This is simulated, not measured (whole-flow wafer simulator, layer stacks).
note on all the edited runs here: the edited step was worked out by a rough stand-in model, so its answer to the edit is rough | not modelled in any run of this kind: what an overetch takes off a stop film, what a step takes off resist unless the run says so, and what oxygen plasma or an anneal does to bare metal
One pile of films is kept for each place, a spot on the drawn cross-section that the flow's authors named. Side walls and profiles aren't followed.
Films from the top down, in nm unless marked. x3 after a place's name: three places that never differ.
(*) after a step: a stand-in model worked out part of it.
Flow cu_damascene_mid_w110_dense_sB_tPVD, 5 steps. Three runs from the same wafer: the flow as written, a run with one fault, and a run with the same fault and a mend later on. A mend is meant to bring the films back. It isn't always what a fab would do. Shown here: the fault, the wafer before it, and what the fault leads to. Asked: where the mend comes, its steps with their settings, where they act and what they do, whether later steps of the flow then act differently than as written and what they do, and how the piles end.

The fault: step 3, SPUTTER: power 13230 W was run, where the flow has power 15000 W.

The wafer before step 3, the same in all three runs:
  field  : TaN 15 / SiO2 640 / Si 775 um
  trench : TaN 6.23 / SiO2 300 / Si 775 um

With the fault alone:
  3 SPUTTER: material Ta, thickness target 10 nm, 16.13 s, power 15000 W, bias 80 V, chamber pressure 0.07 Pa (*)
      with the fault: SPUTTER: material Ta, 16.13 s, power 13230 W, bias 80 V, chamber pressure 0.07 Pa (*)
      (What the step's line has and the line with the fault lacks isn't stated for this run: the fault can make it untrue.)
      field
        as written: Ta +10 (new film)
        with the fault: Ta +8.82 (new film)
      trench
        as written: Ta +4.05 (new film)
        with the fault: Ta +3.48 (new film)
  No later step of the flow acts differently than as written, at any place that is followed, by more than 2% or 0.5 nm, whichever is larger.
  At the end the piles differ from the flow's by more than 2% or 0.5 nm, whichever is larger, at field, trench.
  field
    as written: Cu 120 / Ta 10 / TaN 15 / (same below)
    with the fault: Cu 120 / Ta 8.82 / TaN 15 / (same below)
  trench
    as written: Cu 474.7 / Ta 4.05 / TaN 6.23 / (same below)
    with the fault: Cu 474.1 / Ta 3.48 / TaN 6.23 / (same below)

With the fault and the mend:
  The mend comes after step 3.
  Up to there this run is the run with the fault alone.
  3a SPUTTER: material Ta, thickness target 1.208 nm, 1.949 s, power 15000 W, bias 80 V, chamber pressure 0.07 Pa (*) (the flow's step 3 once more, with other settings)
      field
        Ta +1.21
      trench
        Ta +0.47
  No later step of the flow acts differently than as written, at any place that is followed, by more than 2% or 0.5 nm, whichever is larger.
  At the end the piles differ from the flow's only slightly at the places that both follow, by at most 2% or 0.5 nm, whichever is larger.
